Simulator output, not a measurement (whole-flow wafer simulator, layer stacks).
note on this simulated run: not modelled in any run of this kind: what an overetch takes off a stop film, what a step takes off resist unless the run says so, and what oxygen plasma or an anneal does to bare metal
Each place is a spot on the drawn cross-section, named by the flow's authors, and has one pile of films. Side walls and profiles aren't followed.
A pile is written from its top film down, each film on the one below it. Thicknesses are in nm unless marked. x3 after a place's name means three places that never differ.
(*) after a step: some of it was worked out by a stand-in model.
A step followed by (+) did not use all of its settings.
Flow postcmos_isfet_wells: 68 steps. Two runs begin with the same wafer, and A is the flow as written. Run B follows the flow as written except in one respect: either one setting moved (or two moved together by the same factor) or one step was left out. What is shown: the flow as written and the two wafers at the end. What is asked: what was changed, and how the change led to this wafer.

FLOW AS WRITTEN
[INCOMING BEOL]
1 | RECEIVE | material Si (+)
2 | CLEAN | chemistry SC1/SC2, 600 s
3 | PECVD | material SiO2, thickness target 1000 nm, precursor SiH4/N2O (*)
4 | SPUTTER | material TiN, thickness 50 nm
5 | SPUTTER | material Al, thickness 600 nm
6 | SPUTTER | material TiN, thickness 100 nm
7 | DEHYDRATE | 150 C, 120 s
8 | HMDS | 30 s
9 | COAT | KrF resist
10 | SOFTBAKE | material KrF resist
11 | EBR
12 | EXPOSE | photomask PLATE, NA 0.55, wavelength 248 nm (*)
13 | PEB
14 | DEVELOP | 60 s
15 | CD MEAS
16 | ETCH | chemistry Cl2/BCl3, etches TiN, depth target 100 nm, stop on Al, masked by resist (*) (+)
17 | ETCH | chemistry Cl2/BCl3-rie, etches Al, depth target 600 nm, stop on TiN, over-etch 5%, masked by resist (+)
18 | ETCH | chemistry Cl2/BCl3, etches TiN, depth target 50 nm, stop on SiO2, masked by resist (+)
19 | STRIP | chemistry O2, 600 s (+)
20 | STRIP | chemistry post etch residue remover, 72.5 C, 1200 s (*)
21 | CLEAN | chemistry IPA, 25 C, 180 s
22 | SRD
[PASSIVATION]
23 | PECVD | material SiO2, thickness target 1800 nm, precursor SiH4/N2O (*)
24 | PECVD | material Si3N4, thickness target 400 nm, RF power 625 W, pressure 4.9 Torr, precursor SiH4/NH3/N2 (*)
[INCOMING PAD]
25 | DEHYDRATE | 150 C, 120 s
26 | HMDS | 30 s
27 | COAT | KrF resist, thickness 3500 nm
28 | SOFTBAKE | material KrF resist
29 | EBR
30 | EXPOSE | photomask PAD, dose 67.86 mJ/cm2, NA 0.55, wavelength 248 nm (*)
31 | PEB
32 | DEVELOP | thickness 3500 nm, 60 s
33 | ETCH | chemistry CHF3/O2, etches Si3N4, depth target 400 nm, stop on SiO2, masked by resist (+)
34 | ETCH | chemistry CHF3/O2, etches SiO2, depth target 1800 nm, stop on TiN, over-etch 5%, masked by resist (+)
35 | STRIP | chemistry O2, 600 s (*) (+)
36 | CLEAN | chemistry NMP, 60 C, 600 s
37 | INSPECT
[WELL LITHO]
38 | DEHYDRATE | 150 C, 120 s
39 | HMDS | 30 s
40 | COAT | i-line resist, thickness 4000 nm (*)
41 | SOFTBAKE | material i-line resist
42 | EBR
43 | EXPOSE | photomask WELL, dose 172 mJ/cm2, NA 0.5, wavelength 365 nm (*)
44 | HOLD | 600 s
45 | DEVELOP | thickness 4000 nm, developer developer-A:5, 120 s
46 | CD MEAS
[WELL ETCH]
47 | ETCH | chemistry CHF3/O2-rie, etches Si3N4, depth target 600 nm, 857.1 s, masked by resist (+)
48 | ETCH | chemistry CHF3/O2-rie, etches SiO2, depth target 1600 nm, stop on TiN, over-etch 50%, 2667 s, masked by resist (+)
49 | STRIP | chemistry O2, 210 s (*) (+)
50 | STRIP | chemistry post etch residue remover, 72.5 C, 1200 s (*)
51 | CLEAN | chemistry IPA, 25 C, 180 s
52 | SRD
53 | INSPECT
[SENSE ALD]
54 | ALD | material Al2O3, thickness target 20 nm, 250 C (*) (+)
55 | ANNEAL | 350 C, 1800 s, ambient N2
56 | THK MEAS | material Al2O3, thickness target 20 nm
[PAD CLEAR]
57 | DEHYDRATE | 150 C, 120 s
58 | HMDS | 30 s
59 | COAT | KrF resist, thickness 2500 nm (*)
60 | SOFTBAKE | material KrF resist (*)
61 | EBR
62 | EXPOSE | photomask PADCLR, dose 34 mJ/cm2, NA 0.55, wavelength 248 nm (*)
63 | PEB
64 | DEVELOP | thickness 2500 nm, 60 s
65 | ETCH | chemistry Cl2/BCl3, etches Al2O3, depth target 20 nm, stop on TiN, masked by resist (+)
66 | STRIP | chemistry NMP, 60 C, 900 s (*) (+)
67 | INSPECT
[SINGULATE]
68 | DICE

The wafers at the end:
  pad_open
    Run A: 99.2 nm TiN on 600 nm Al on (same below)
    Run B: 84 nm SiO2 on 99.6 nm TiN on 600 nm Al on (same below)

Cause: step 33, ETCH: depth target 320 nm was run, while the flow as written has depth target 400 nm.

Step by step, how the change led to this:
  33 | ETCH | chemistry CHF3/O2, etches Si3N4, depth target 400 nm, stop on SiO2, masked by resist (+)
      pad_open: A Si3N4 loses 400 (all of it) | B Si3N4 loses 320
      field, margin, well900, well1300 x3, pad_rim, pad_clr: A KrF resist loses 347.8 | B KrF resist loses 278.3
  34 | ETCH | chemistry CHF3/O2, etches SiO2, depth target 1800 nm, stop on TiN, over-etch 5%, masked by resist (+)
      pad_open: A SiO2 loses 1800 (all of it) | B Si3N4 loses 80 (all of it), SiO2 loses 1716
  35 | STRIP | chemistry O2, 600 s (*) (+)
      field, margin, well900, well1300 x3, pad_rim, pad_clr: A KrF resist loses 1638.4 (all of it) | B KrF resist loses 1708 (all of it)
  41 | SOFTBAKE | material i-line resist
      pad_clr: A i-line resist loses 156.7 | B i-line resist loses 148.3
      pad_open: A i-line resist gains 115.3 | B i-line resist gains 111.6
